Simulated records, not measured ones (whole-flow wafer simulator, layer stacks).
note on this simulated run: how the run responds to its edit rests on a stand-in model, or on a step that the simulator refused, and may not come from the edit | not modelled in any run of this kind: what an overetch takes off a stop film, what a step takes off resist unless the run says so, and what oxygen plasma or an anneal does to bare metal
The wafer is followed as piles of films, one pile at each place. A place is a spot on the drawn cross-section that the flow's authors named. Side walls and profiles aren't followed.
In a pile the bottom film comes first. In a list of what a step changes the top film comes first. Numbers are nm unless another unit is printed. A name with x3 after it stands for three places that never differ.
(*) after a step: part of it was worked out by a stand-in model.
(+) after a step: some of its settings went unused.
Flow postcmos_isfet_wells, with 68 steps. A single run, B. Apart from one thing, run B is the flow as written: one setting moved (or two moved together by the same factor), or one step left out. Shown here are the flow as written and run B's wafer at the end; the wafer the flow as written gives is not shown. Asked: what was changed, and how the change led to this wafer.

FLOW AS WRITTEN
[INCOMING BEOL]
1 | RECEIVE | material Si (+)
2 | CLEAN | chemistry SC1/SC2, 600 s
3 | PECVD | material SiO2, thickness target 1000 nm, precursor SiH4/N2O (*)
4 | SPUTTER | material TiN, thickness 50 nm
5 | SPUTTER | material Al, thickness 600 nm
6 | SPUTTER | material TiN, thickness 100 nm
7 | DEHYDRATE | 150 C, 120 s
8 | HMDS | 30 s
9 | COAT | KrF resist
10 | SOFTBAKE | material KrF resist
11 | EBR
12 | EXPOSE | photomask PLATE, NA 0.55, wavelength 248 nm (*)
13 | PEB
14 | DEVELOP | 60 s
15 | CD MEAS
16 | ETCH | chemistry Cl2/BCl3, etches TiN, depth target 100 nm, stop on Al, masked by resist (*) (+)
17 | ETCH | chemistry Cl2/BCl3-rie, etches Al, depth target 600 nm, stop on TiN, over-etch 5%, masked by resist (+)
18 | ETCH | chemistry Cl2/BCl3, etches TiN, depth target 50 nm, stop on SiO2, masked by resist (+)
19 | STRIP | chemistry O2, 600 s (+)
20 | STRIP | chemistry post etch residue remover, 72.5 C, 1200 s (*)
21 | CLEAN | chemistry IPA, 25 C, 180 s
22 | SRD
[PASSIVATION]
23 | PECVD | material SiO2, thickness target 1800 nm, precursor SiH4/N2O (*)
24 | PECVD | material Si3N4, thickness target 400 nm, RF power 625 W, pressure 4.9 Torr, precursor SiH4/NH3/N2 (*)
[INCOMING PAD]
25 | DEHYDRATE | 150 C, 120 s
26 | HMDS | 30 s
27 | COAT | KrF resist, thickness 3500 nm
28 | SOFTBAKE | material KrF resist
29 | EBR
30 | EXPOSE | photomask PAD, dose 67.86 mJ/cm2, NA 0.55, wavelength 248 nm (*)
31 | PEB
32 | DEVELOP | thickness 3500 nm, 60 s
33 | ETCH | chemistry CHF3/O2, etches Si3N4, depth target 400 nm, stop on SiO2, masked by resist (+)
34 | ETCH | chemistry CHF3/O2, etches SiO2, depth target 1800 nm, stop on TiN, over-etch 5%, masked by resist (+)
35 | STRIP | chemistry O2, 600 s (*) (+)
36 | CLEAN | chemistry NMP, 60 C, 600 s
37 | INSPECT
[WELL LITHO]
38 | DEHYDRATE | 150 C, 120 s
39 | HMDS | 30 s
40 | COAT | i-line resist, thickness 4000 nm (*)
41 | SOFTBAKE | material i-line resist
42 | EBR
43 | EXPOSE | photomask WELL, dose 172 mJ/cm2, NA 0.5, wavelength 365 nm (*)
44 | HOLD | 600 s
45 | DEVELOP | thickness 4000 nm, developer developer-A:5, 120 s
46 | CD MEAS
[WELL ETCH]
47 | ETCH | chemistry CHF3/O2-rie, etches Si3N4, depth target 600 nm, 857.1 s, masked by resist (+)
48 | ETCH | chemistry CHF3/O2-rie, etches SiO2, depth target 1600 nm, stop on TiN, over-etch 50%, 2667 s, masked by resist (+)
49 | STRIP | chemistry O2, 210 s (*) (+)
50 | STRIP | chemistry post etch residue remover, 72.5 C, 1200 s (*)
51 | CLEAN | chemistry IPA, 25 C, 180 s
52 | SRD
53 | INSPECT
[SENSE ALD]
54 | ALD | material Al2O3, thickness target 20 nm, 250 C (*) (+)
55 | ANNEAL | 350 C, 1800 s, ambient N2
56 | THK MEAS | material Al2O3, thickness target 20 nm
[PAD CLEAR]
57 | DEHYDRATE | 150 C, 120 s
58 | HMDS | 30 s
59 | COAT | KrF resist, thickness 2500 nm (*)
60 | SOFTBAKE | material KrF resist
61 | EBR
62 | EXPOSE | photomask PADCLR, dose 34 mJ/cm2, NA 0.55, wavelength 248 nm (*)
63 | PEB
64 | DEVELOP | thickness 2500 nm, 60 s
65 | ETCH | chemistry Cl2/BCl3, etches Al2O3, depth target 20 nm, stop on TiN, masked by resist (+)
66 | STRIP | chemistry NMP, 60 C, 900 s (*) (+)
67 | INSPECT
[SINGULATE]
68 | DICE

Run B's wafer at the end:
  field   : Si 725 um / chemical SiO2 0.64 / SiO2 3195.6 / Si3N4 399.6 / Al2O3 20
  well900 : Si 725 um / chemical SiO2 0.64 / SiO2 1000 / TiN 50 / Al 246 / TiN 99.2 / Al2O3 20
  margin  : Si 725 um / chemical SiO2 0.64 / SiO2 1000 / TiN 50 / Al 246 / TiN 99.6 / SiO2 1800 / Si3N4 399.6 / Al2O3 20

What caused this: step 5, SPUTTER: thickness 246 nm was run, while the flow as written has thickness 600 nm.
The wafer itself shows it: well900 has Al 246, and step 5 as written asks for 600 nm.

Step by step, how the change led to this:
  5 | SPUTTER | material Al, thickness 600 nm
      field, margin, well900, well1300 x3, pad_rim, pad_clr, pad_open: Al gains 246 (new film) (in the flow as written it would be: Al gains 600 (new film))
  17 | ETCH | chemistry Cl2/BCl3-rie, etches Al, depth target 600 nm, stop on TiN, over-etch 5%, masked by resist (+)
      margin, well900, well1300 x3, pad_rim, pad_clr, pad_open: KrF resist loses 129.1 (in the flow as written it would be: KrF resist loses 300)
      field: Al loses 246 (all of it) (in the flow as written it would be: Al loses 600 (all of it))
  19 | STRIP | chemistry O2, 600 s (+)
      margin, well900, well1300 x3, pad_rim, pad_clr, pad_open: KrF resist loses 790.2 (all of it) (in the flow as written it would be: KrF resist loses 619.4 (all of it))
  23 | PECVD | material SiO2, thickness target 1800 nm, precursor SiH4/N2O (*)
      field: SiO2 gains 2195.6 (in the flow as written it would be: SiO2 gains 1800 (new film), void gains 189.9 (new film), SiO2 gains 559.7)
